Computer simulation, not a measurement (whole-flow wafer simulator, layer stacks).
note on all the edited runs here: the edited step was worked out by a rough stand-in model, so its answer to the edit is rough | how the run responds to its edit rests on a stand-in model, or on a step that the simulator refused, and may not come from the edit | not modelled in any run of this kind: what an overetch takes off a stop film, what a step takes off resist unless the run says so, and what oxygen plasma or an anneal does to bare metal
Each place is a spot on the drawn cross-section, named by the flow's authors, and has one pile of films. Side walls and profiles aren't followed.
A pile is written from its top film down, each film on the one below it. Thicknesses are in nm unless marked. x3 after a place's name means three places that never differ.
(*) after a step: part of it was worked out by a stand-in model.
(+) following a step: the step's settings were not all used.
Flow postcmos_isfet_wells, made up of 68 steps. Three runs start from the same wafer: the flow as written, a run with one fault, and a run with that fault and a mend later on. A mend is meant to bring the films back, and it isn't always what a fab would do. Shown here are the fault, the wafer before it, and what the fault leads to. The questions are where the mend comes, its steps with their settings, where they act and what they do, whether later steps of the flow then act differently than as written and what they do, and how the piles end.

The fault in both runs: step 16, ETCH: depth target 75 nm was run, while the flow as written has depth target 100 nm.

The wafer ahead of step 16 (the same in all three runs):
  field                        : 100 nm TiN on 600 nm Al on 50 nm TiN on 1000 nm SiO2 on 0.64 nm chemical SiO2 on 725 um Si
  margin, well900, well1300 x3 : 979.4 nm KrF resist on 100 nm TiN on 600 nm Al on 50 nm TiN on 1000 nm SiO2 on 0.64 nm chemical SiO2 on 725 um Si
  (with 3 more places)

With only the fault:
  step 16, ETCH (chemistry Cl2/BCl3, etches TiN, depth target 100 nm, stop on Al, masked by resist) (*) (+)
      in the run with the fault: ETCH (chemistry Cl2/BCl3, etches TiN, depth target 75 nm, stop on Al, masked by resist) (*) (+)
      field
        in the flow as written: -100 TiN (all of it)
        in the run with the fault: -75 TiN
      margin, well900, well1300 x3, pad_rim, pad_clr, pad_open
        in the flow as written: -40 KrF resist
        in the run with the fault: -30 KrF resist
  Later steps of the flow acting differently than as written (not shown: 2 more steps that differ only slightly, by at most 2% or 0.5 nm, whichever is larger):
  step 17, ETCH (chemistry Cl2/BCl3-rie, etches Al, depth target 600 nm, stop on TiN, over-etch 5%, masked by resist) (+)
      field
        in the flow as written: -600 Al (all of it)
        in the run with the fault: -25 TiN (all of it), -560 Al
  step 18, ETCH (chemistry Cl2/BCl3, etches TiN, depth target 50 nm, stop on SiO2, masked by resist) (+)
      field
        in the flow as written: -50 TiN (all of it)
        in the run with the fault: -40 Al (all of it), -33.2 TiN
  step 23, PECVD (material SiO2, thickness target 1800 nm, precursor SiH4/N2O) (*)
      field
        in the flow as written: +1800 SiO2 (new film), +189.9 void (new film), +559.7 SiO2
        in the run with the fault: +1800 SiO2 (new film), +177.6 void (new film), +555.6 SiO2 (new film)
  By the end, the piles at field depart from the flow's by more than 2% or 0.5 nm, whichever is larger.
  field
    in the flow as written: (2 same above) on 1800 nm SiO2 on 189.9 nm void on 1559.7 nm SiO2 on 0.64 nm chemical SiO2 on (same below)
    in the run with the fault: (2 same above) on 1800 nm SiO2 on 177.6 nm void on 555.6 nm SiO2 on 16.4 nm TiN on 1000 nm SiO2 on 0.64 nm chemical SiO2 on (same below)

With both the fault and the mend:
  After step 16 comes the mend.
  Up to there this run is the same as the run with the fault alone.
  step 16a, ETCH (chemistry Cl2/BCl3, etches TiN, depth target 25 nm, stop on Al, masked by resist) (a further turn of the flow's step 16, with different settings)
      margin, well900, well1300 x3, pad_rim, pad_clr, pad_open
        -10 KrF resist
      field
        -25 TiN (all of it)
  None of the later steps of the flow acts differently than as written at any place that is followed.
  By the end, the piles equal the flow's at every place that both follow.
